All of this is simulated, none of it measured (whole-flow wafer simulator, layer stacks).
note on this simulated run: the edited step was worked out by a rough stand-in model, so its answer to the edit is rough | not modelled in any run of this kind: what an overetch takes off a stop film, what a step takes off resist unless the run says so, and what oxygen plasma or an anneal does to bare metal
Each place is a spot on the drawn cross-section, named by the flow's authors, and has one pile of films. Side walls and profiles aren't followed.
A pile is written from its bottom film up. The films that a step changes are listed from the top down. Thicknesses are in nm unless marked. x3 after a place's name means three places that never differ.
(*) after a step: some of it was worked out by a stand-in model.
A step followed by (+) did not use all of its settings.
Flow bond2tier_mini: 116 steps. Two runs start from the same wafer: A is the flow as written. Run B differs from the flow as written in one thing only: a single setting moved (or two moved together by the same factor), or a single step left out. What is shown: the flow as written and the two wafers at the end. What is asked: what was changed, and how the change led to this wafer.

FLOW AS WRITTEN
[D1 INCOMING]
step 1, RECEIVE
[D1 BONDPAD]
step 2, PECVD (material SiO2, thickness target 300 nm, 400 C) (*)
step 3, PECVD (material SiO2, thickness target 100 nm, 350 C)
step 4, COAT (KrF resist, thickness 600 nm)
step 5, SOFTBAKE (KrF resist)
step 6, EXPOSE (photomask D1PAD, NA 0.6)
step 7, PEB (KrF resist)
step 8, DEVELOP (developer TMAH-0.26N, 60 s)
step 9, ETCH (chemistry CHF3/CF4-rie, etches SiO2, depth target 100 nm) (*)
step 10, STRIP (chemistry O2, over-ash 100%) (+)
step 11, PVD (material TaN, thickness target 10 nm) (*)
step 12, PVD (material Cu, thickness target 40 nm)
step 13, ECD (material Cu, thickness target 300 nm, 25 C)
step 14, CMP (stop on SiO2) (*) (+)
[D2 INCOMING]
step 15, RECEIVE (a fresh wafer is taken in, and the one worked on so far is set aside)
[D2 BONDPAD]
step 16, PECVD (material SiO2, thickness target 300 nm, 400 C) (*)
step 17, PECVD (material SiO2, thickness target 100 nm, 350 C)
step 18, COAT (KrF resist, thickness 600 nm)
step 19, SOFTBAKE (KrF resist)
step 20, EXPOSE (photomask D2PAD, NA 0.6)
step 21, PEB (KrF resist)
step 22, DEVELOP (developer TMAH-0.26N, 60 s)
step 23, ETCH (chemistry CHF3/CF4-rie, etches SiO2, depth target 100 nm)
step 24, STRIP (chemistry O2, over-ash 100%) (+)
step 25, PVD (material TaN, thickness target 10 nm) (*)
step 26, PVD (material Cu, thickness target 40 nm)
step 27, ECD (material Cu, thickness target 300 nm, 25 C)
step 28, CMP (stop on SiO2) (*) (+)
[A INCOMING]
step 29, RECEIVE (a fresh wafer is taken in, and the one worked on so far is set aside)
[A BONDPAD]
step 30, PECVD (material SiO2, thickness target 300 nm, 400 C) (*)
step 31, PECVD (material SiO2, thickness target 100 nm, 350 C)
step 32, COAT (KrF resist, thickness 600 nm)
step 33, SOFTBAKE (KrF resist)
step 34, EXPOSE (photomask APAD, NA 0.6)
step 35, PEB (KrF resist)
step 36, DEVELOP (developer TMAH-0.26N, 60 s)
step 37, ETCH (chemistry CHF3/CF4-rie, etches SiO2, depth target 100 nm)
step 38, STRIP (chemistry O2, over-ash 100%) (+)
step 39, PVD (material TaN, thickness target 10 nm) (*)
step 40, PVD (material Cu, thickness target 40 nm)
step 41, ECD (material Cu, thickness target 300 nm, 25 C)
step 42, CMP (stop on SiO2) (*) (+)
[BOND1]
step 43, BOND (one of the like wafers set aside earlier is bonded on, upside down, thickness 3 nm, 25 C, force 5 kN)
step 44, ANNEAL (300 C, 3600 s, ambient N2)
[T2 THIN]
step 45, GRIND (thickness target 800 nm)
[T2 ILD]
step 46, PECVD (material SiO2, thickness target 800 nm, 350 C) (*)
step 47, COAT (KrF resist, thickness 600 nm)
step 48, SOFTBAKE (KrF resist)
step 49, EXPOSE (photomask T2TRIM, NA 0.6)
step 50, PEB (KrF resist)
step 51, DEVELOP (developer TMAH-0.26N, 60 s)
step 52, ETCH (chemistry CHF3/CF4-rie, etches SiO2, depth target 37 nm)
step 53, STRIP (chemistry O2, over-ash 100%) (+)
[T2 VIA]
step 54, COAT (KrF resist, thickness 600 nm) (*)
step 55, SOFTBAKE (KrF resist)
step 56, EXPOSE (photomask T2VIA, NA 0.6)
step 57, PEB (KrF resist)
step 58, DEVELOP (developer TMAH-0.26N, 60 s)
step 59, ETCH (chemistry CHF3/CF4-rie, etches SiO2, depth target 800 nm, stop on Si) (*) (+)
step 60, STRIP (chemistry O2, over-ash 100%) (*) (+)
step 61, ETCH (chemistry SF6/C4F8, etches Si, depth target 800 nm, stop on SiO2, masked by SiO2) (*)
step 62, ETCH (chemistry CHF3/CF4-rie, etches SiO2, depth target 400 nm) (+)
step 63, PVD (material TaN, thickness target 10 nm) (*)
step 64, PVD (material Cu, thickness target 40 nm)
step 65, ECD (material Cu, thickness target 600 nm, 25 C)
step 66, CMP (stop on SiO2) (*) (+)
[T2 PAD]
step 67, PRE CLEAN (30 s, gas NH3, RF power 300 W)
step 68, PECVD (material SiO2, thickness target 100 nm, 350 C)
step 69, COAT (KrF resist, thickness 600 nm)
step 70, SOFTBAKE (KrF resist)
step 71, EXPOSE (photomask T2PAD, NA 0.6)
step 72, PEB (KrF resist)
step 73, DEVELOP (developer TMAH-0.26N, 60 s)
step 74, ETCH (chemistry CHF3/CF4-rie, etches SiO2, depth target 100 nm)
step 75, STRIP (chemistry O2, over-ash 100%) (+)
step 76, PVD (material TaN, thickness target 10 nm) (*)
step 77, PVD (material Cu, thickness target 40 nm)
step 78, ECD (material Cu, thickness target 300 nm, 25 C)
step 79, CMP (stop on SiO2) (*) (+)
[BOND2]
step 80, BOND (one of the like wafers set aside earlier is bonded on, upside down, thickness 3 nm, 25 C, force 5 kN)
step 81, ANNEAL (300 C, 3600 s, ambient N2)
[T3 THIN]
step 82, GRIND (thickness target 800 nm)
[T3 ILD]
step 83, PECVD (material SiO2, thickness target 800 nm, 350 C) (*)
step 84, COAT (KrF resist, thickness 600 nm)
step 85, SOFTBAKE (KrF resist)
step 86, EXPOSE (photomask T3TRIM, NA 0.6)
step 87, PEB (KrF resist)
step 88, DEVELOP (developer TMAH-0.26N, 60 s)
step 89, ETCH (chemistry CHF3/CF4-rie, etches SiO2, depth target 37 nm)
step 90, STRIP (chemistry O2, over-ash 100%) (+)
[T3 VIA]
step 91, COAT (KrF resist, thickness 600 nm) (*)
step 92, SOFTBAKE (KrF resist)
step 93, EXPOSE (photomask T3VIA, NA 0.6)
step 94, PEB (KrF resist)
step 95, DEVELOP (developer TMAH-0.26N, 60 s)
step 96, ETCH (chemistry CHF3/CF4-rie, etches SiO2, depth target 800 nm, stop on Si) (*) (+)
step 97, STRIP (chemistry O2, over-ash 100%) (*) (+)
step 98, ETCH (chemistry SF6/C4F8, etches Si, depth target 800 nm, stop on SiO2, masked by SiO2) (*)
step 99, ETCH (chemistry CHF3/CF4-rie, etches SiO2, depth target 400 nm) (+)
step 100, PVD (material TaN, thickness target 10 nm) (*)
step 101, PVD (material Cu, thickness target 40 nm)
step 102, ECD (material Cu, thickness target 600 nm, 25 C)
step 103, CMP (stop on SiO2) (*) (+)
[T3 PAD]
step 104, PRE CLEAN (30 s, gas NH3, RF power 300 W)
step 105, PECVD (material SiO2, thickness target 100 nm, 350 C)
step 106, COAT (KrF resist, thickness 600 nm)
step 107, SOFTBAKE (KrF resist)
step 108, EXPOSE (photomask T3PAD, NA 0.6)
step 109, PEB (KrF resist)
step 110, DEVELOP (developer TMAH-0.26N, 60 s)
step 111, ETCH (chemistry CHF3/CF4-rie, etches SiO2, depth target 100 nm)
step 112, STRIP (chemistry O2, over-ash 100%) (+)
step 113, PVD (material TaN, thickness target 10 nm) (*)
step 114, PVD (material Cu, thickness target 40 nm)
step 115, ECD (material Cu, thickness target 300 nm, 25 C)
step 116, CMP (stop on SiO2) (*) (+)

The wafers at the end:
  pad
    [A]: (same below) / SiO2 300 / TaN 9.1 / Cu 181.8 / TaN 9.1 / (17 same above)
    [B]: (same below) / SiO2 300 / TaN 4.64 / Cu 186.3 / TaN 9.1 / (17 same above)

What caused this: step 39, PVD: thickness target 5.1 nm was run, while the flow as written has thickness target 10 nm.

The path from the change to this, step by step:
  step 39, PVD (material TaN, thickness target 10 nm) (*)
      field: A TaN gains 10 (new film) | B TaN gains 5.1 (new film)
      pad: A TaN gains 9.1 (new film) | B TaN gains 4.64 (new film)
      (and at 1 other place as well)
  step 42, CMP (stop on SiO2) (*) (+)
      field: A Cu loses 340 (all of it), TaN loses 10 (all of it) | B Cu loses 340 (all of it), TaN loses 5.1 (all of it)
